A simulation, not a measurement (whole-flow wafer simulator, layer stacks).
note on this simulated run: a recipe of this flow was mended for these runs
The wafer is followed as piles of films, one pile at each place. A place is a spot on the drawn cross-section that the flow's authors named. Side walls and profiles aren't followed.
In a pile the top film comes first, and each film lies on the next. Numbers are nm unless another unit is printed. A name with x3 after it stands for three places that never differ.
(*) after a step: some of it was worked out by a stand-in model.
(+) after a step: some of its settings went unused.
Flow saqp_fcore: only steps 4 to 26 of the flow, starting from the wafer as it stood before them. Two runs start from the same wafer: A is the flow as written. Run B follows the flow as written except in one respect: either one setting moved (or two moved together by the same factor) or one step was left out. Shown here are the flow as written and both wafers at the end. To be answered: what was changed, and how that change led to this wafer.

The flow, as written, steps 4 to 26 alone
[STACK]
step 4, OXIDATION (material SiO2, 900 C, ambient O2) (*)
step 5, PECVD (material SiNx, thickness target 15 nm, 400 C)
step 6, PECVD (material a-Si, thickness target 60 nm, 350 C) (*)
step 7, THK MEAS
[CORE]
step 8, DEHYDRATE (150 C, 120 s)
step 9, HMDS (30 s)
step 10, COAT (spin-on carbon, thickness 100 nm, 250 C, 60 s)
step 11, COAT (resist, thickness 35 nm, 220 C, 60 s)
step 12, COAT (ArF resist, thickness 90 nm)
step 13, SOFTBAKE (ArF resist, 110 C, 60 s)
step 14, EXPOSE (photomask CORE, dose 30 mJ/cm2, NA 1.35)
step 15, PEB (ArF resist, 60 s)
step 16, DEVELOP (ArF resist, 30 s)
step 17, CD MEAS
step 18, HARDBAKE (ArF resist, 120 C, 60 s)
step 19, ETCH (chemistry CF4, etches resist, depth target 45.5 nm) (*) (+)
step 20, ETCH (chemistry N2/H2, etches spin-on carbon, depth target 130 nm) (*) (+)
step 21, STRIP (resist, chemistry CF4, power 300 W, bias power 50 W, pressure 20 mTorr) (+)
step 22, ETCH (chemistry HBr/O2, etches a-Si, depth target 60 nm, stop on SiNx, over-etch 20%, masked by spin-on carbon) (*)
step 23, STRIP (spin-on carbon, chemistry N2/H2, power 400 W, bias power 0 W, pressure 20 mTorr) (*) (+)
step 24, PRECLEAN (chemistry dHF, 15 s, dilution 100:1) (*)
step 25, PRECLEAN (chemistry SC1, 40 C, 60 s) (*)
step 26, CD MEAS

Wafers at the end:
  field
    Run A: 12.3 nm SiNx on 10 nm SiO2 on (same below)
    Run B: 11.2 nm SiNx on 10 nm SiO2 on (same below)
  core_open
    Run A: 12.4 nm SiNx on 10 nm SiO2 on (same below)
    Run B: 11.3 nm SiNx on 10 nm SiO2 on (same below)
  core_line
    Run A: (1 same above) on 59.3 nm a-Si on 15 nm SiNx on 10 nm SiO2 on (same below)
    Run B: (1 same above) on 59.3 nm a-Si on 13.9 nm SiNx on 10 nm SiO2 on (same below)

Cause: step 5, PECVD: thickness target 13.9 nm was run, whereas the flow has thickness target 15 nm.
One can read it off the wafer: core_line has SiNx 13.9, and step 5 as written asks for 15 nm.

Step by step, how the change led to this:
  step 5, PECVD (material SiNx, thickness target 15 nm, 400 C)
      field, core_open, core_line: A SiNx gains 15 (new film) | B SiNx gains 13.9 (new film)
